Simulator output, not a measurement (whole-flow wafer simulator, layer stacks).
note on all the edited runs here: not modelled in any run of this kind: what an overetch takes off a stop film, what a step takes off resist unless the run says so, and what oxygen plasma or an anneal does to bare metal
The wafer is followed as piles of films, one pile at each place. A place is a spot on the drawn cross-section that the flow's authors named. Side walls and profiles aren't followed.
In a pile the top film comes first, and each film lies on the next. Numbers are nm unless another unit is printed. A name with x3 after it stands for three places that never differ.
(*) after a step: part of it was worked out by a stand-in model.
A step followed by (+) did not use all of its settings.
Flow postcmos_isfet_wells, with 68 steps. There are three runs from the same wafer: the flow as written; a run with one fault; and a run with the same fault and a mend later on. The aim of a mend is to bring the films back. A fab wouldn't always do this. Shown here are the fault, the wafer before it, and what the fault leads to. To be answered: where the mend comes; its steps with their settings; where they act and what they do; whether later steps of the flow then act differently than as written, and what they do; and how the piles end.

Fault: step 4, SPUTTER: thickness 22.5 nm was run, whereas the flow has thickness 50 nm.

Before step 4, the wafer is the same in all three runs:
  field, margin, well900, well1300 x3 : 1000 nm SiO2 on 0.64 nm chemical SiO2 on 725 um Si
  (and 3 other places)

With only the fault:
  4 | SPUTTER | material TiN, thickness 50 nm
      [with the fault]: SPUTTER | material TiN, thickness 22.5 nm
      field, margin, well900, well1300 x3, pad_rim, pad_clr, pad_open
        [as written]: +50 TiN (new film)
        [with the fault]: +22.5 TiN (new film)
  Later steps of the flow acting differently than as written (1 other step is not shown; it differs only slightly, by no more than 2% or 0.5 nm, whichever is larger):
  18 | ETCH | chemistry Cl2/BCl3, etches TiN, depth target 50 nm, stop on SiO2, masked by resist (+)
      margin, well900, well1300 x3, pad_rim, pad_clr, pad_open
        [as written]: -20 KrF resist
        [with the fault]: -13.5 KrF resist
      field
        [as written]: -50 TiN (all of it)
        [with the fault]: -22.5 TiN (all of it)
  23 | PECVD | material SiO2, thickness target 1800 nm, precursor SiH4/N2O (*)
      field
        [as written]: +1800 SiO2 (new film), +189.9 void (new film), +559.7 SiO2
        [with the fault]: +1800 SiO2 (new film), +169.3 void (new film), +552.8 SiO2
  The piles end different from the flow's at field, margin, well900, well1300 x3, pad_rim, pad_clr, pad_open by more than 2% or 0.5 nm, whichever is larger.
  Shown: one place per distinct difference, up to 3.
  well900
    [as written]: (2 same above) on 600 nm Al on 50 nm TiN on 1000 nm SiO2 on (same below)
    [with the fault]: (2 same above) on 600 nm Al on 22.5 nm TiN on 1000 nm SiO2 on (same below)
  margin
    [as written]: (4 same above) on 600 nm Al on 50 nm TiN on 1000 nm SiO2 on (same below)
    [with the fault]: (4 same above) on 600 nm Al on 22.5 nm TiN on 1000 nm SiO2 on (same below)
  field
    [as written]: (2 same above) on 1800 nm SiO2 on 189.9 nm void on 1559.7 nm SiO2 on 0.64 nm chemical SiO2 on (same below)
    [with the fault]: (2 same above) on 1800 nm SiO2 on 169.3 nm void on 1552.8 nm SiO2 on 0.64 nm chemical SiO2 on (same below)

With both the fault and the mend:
  The mend stands after step 4.
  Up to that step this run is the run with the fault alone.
  4a | SPUTTER | material TiN, thickness 27.5 nm (the flow's step 4, run once more with other settings)
      field, margin, well900, well1300 x3, pad_rim, pad_clr, pad_open
        +27.5 TiN
  Later steps of the flow that are run all act as written at every place that is followed.
  By the end, the piles equal the flow's at every place that both follow.
